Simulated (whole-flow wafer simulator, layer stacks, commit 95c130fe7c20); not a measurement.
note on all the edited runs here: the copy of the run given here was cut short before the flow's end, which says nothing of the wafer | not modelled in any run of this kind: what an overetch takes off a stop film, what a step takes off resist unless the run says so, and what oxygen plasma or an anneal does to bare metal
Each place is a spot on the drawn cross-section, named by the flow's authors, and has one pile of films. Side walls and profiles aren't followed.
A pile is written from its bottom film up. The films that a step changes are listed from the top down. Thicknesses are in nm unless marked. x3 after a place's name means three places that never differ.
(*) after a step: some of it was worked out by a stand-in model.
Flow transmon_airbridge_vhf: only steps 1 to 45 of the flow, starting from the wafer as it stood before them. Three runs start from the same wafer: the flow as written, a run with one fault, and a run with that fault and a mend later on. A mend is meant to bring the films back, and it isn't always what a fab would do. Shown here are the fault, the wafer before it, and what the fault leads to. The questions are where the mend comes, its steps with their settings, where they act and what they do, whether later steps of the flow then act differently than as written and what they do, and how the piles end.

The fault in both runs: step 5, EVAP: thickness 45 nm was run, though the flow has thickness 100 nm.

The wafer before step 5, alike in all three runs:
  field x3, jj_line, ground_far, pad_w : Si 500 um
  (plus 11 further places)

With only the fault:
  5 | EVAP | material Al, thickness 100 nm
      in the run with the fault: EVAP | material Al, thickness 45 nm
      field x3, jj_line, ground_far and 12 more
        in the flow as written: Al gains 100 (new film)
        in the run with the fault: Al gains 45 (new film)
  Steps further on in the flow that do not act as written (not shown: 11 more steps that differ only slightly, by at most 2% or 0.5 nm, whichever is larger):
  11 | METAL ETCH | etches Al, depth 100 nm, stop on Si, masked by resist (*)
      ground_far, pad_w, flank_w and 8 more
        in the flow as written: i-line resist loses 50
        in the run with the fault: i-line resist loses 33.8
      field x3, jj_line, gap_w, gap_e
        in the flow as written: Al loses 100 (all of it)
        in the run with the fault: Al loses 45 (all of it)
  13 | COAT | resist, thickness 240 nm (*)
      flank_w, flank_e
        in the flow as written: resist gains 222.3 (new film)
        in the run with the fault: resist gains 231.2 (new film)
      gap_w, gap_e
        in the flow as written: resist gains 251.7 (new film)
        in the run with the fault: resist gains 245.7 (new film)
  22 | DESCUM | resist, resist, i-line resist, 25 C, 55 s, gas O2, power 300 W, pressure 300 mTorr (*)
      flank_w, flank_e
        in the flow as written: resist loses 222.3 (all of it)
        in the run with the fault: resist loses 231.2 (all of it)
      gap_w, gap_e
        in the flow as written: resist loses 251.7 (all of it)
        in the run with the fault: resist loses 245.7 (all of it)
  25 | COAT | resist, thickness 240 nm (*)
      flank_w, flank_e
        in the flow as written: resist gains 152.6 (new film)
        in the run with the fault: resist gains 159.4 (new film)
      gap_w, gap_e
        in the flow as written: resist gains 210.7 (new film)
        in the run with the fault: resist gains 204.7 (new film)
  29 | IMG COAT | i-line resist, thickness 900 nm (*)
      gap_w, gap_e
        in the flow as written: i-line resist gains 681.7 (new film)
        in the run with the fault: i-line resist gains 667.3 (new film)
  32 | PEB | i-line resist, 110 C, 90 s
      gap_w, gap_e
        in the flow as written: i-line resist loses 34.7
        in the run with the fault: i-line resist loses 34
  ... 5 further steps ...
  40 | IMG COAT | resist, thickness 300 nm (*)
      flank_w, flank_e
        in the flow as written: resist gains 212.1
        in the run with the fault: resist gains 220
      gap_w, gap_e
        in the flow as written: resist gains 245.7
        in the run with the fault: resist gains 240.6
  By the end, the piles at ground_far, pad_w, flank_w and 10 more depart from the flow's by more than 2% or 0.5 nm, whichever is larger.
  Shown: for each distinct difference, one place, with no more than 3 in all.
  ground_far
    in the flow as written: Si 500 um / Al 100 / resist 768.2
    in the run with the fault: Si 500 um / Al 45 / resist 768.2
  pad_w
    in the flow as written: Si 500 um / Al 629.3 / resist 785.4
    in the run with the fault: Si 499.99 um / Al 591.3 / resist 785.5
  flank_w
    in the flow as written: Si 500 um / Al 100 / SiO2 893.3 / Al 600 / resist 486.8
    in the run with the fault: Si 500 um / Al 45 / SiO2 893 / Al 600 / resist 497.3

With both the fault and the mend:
  The mend follows step 5.
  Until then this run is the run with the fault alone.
  5a | EVAP | material Al, thickness 55 nm (a further turn of the flow's step 5, with different settings)
      field x3, jj_line, ground_far and 12 more
        Al gains 55
  Every later step of the flow that is run acts as written at every place that is followed.
  By the end, the piles equal the flow's at every place that both follow.
